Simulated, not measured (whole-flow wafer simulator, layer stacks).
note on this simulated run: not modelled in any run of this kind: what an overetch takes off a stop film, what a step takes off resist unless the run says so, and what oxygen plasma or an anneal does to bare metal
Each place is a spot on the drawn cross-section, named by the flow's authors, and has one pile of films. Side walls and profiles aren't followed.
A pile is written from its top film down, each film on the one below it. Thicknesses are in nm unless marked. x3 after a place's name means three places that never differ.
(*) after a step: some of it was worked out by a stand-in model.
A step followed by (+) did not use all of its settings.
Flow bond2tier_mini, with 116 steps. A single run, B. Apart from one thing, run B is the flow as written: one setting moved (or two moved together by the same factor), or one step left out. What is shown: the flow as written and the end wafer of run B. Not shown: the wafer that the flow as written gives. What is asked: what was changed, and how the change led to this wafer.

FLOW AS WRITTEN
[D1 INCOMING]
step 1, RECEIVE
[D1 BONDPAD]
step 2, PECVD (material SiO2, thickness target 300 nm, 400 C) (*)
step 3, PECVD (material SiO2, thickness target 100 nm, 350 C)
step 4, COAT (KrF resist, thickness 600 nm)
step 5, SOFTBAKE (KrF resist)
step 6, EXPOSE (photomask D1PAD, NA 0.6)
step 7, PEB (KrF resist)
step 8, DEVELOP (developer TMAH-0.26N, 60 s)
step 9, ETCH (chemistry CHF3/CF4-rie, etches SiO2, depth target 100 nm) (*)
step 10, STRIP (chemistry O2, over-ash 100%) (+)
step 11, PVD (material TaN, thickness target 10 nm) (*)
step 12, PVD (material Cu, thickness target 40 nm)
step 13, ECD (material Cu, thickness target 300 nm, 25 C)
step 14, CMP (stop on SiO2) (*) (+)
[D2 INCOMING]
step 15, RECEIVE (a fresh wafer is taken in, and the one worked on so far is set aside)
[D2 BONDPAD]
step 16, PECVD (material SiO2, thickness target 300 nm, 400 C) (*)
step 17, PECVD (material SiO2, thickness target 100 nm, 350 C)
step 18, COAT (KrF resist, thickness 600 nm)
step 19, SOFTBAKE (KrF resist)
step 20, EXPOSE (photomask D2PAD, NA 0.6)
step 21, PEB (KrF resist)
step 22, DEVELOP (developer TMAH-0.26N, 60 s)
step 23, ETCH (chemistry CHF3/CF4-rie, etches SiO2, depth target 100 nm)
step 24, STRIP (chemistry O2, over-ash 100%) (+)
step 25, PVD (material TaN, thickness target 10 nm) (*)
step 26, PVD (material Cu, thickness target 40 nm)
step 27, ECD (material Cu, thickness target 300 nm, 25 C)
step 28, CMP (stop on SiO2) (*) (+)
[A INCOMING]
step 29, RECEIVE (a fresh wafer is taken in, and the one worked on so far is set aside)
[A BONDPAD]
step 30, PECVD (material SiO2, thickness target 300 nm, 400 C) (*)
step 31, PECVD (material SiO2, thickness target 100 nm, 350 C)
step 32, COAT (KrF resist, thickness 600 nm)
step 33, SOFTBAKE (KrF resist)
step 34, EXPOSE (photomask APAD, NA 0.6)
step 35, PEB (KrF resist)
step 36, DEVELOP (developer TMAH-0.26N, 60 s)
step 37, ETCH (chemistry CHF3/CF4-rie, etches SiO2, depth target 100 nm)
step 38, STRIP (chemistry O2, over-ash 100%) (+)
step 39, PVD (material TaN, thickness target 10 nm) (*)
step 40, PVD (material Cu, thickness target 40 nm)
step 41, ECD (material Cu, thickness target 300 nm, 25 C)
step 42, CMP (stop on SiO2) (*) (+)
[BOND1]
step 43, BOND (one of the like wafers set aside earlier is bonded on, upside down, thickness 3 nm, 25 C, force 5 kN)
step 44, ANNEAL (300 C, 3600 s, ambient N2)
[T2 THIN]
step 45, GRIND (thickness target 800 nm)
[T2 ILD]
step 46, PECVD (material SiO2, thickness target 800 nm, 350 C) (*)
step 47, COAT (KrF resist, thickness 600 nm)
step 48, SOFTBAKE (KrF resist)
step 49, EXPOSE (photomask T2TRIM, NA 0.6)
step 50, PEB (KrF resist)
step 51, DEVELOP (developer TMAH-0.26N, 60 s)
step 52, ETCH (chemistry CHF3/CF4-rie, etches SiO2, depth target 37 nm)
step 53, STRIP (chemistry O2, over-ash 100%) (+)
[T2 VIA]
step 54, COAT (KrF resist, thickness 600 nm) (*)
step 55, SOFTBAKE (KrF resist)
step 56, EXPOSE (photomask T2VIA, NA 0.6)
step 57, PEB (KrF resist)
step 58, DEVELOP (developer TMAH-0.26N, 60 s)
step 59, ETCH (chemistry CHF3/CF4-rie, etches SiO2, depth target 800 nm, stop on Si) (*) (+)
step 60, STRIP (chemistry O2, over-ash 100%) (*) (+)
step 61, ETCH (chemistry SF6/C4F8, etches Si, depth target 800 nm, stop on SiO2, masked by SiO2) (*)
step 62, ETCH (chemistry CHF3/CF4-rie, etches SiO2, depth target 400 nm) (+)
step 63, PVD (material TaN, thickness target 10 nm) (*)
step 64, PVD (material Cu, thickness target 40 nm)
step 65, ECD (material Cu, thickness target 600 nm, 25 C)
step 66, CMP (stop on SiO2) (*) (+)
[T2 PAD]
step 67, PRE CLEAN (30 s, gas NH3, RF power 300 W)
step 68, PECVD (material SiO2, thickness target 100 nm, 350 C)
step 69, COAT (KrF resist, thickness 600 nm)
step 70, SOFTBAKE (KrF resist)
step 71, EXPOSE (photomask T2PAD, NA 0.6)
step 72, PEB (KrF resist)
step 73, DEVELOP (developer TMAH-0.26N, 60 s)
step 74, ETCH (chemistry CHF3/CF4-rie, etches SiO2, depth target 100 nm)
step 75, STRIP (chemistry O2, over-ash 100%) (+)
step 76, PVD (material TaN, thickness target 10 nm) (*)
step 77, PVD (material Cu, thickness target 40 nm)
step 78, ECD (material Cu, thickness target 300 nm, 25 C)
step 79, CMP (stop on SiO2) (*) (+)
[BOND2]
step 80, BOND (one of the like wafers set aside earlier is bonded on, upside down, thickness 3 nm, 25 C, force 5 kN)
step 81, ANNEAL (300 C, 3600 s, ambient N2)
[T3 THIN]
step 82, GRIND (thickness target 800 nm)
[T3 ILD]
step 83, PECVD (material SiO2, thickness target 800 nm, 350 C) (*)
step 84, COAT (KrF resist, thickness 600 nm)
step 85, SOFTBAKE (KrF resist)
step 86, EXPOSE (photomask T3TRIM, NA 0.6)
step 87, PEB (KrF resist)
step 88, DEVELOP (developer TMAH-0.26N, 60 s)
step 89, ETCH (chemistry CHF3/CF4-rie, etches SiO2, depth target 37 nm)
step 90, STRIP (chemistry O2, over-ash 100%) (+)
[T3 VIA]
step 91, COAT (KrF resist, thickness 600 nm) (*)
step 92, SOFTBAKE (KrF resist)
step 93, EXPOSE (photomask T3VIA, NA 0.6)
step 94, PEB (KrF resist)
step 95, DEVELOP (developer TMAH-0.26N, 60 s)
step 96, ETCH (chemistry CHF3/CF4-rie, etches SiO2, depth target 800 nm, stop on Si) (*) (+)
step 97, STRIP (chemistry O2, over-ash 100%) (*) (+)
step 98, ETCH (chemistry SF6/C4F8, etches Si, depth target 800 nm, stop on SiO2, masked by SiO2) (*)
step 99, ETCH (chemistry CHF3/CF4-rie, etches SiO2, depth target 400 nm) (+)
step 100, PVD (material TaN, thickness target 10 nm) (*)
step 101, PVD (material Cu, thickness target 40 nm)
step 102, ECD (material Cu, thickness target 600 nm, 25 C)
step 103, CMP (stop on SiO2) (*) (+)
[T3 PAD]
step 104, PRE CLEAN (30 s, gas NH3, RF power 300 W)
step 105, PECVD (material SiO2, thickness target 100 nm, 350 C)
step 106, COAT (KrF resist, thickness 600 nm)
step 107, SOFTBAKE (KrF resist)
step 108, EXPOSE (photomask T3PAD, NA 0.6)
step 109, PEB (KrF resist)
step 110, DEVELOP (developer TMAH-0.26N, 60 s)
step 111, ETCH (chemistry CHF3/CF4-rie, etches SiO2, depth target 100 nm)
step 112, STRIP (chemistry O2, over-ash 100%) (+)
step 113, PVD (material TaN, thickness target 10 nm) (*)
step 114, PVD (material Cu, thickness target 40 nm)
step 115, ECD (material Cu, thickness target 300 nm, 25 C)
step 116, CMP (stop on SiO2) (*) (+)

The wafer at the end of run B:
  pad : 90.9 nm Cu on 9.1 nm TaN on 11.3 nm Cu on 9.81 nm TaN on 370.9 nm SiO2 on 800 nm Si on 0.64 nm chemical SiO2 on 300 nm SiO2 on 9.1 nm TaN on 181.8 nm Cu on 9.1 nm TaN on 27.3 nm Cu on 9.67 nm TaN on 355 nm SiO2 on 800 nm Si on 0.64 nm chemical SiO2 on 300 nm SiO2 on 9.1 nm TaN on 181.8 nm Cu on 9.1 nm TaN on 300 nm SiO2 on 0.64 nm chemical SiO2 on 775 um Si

The reason: step 89, ETCH: depth target 21.1 nm was run, whereas the flow has depth target 37 nm.

Step by step, how the change led to this:
  step 89, ETCH (chemistry CHF3/CF4-rie, etches SiO2, depth target 37 nm)
      field: -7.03 KrF resist (as written it would have been: -12.3 KrF resist)
      pad: -21.1 SiO2 (as written it would have been: -37 SiO2)
  step 97, STRIP (chemistry O2, over-ash 100%) (*) (+)
      field: -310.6 KrF resist (all of it) (as written it would have been: -303.9 KrF resist (all of it))
      pad: -328.9 KrF resist (all of it) (as written it would have been: -336 KrF resist (all of it))
  step 102, ECD (material Cu, thickness target 600 nm, 25 C)
      pad: +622 Cu (as written it would have been: +638.7 Cu)
